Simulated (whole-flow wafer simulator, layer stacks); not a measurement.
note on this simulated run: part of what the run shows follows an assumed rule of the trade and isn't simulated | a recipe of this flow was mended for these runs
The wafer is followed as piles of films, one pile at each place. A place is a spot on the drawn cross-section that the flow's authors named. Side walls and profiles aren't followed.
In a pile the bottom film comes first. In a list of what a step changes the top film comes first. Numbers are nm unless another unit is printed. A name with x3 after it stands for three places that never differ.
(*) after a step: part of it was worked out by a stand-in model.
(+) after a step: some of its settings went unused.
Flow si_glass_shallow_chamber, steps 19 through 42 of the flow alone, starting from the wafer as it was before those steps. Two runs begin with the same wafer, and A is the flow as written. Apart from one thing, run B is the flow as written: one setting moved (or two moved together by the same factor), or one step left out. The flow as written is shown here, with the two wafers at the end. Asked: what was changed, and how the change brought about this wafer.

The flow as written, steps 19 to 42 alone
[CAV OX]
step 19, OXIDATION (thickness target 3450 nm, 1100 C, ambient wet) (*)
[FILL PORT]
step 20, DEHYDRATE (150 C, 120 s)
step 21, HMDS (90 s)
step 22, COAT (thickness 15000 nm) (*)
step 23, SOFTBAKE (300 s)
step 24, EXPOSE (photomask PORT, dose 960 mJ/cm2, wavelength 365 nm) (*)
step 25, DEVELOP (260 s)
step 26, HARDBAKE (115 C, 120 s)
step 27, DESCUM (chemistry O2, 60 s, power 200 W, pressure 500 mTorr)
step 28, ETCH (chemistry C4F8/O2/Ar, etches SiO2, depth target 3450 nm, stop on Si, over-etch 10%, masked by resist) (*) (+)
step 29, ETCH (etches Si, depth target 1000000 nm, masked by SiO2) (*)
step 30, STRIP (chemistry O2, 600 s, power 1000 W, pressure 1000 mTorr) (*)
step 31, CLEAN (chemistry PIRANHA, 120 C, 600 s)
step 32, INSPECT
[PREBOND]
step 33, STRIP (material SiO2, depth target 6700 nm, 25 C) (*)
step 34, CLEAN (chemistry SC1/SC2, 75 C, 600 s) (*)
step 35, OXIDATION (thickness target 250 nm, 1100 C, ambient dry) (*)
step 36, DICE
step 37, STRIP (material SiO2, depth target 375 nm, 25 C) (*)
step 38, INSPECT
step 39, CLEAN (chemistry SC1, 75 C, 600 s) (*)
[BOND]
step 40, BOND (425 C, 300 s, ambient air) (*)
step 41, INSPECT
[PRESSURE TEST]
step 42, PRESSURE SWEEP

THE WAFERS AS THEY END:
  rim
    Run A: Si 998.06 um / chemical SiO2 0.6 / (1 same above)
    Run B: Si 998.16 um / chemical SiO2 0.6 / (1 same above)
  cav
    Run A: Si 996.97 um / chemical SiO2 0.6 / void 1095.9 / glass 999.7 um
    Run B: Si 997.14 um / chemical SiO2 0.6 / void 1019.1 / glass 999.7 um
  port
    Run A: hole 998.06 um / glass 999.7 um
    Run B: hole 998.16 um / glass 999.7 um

Cause: step 19, OXIDATION: thickness target 3062 nm was run, while the flow as written has thickness target 3450 nm.

Step by step, how the change led to this:
  step 19, OXIDATION (thickness target 3450 nm, 1100 C, ambient wet) (*)
      rim, ramp, septum, ring: A +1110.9 SiO2, -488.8 Si | B +897.6 SiO2, -394.9 Si
      cav, port: A +3450 SiO2 (new film), -0.6 chemical SiO2 (all of it), -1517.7 Si | B +3062 SiO2 (new film), -0.6 chemical SiO2 (all of it), -1347 Si
  step 22, COAT (thickness 15000 nm) (*)
      rim: A +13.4 um thick-i-line-resist (new film) | B +13.36 um thick-i-line-resist (new film)
      ramp: A +12.89 um thick-i-line-resist (new film) | B +12.84 um thick-i-line-resist (new film)
      (as well as at 3 more places)
  step 23, SOFTBAKE (300 s)
      rim: A -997 thick-i-line-resist | B -1024.6 thick-i-line-resist
      ramp: A -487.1 thick-i-line-resist | B -501.7 thick-i-line-resist
      (as well as at 4 more places)
  step 25, DEVELOP (260 s)
      port: A -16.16 um thick-i-line-resist (all of it) | B -16.19 um thick-i-line-resist (all of it)
  step 28, ETCH (chemistry C4F8/O2/Ar, etches SiO2, depth target 3450 nm, stop on Si, over-etch 10%, masked by resist) (*) (+)
      rim, ramp, cav, septum, ring: A -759 thick-i-line-resist | B -673.6 thick-i-line-resist
      port: A -3450 SiO2 (all of it), -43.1 Si | B -3062 SiO2 (all of it), -91.6 Si
  step 29, ETCH (etches Si, depth target 1000000 nm, masked by SiO2) (*)
      rim, ramp: A -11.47 um thick-i-line-resist (all of it), -1617.3 SiO2 | B -11.49 um thick-i-line-resist (all of it), -1607.4 SiO2
      port: A +997.05 um hole (new film), -997.05 um Si (all of it) | B +997.17 um hole (new film), -997.17 um Si (all of it)
      (as well as at 2 more places)
  step 30, STRIP (chemistry O2, 600 s, power 1000 W, pressure 1000 mTorr) (*)
      cav: A -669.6 thick-i-line-resist (all of it) | B -784.7 thick-i-line-resist (all of it)
  step 33, STRIP (material SiO2, depth target 6700 nm, 25 C) (*)
      rim, ramp: A -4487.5 SiO2 (all of it) | B -4284.1 SiO2 (all of it)
      cav: A -3450 SiO2 (all of it) | B -3062 SiO2 (all of it)
      (as well as at 2 more places)
  step 40, BOND (425 C, 300 s, ambient air) (*)
      cav: A +999.7 um glass (new film), +1095.9 void (new film) | B +999.7 um glass (new film), +1019.1 void (new film)
      port: A +999.7 um glass (new film), +1017.3 hole | B +999.7 um glass (new film), +988.9 hole
